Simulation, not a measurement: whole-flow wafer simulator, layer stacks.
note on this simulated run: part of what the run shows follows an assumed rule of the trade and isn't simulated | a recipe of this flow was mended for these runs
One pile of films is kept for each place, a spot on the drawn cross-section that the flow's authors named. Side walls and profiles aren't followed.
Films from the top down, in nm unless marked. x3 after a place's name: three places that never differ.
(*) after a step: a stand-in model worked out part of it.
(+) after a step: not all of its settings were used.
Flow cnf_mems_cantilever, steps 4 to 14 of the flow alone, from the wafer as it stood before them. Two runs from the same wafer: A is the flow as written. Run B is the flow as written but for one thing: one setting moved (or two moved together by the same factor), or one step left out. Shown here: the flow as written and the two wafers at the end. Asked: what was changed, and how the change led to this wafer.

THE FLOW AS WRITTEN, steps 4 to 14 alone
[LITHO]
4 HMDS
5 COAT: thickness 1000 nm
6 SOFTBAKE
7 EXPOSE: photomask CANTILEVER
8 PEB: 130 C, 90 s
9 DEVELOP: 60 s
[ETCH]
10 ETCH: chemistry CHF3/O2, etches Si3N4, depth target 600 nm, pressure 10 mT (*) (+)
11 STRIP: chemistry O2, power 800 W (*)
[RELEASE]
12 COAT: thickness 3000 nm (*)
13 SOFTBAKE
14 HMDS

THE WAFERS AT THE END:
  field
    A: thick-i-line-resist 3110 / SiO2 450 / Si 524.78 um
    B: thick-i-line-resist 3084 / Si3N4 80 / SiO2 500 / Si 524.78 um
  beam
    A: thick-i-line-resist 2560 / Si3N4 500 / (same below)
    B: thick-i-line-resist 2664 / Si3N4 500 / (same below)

The cause: step 10, ETCH: depth target 420 nm was run, where the flow has depth target 600 nm.

How the change led to this, step by step:
  10 ETCH: chemistry CHF3/O2, etches Si3N4, depth target 600 nm, pressure 10 mT (*) (+)
      field: A Si3N4 -500 (all of it), SiO2 -50 | B Si3N4 -420
      beam: A KrF-resist -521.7 | B KrF-resist -365.2
  11 STRIP: chemistry O2, power 800 W (*)
      beam: A KrF-resist -460.9 (all of it) | B KrF-resist -617.4 (all of it)
  12 COAT: thickness 3000 nm (*)
      beam: A thick-i-line-resist +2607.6 (new film) | B thick-i-line-resist +2698.7 (new film)
  13 SOFTBAKE
      field: A thick-i-line-resist +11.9 | B thick-i-line-resist +8.67
      beam: A thick-i-line-resist -47.6 | B thick-i-line-resist -34.7
